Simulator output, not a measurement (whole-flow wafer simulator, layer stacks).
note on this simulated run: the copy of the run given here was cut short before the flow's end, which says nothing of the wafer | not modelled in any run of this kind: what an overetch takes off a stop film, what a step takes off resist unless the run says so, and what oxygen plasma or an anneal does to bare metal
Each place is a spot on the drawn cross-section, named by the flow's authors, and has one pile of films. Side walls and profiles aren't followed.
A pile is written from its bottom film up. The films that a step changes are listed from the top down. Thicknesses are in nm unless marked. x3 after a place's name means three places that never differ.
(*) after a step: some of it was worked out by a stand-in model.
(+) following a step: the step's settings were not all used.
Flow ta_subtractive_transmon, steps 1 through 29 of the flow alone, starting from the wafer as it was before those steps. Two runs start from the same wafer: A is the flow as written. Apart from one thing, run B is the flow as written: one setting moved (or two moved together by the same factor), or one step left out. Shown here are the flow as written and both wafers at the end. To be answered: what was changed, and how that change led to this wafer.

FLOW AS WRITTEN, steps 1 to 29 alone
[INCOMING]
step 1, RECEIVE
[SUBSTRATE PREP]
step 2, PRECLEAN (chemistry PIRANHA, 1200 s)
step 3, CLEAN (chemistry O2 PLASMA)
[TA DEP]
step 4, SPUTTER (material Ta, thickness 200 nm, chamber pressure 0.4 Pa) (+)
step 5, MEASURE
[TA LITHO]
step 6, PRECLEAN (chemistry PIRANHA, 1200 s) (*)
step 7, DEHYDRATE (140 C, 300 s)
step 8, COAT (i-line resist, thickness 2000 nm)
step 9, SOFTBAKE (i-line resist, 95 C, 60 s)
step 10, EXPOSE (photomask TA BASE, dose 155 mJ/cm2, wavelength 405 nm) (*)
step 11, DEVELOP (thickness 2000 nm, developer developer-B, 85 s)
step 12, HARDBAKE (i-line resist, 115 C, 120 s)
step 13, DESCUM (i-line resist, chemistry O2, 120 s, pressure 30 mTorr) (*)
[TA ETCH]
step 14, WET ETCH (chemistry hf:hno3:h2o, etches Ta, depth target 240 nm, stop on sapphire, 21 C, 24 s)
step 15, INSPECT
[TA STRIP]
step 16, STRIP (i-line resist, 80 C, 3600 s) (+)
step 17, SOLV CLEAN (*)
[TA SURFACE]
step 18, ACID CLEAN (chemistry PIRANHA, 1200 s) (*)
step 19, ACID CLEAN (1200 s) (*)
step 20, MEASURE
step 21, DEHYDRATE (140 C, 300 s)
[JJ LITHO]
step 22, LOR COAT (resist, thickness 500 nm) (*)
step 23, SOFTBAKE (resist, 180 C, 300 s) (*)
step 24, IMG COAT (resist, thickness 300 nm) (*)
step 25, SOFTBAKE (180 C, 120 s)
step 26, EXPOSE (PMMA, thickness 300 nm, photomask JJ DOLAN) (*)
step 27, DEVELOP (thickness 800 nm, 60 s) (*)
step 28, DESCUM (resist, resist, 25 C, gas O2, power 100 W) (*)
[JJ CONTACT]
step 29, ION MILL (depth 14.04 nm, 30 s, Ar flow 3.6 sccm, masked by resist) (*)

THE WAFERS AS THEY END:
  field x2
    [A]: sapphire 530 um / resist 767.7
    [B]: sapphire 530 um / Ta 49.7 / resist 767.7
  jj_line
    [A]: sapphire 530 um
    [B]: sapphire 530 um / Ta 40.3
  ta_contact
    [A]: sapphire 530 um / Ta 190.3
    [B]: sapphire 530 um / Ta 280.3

What caused this: step 4, SPUTTER: thickness 290 nm was run, while the flow as written has thickness 200 nm.

How this came from the change, step by step:
  step 4, SPUTTER (material Ta, thickness 200 nm, chamber pressure 0.4 Pa) (+)
      field x2, jj_line, lead, ta_contact, ta_pad: A +200 Ta (new film) | B +290 Ta (new film)
  step 14, WET ETCH (chemistry hf:hno3:h2o, etches Ta, depth target 240 nm, stop on sapphire, 21 C, 24 s)
      field x2, jj_line, lead: A -200 Ta (all of it) | B -240 Ta
  step 22, LOR COAT (resist, thickness 500 nm) (*)
      ta_contact: A +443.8 resist (new film) | B +433.7 resist (new film)
  step 29, ION MILL (depth 14.04 nm, 30 s, Ar flow 3.6 sccm, masked by resist) (*)
      jj_line, lead: A -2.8 sapphire | B -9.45 Ta
Taking metal films that touch as one body, field x2 has 1 body; the flow as written gives 0 bodies.
Taking metal films that touch as one body, jj_line has 1 body; the flow as written gives 0 bodies.
